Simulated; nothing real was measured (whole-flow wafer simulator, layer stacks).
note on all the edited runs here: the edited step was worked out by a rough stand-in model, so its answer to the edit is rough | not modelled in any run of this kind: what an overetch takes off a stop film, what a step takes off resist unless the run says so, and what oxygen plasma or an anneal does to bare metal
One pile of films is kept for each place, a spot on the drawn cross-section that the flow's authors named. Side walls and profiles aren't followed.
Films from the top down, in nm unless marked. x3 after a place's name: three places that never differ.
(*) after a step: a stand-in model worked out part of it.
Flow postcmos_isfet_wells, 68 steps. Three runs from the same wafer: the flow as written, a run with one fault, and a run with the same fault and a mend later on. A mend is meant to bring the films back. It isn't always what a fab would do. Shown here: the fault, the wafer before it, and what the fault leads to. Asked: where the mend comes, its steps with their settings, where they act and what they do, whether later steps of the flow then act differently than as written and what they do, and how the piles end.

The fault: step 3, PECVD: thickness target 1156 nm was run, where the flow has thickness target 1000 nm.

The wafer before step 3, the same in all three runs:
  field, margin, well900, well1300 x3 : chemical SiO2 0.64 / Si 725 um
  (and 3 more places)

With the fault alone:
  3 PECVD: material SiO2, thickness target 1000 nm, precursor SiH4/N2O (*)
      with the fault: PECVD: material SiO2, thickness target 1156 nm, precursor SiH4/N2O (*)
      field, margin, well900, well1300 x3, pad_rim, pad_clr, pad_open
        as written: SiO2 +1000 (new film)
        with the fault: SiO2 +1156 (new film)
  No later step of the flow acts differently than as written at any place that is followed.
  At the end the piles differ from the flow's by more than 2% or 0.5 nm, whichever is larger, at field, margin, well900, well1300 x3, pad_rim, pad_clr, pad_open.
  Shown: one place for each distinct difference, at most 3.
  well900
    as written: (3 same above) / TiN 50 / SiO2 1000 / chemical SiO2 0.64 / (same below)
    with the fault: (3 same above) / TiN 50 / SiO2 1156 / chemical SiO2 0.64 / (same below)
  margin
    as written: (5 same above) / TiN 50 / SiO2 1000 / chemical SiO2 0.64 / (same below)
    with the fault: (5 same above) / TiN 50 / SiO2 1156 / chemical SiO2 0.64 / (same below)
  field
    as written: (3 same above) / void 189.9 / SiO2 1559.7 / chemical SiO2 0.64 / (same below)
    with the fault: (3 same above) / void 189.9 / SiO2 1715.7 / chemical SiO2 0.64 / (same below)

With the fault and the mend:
  The mend comes after step 3.
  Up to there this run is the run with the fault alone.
  3a ETCH: chemistry boe, depth target 156 nm
      field, margin, well900, well1300 x3, pad_rim, pad_clr, pad_open
        SiO2 -156
  No later step of the flow acts differently than as written at any place that is followed.
  At the end the piles are the same as the flow's at every place that both follow.
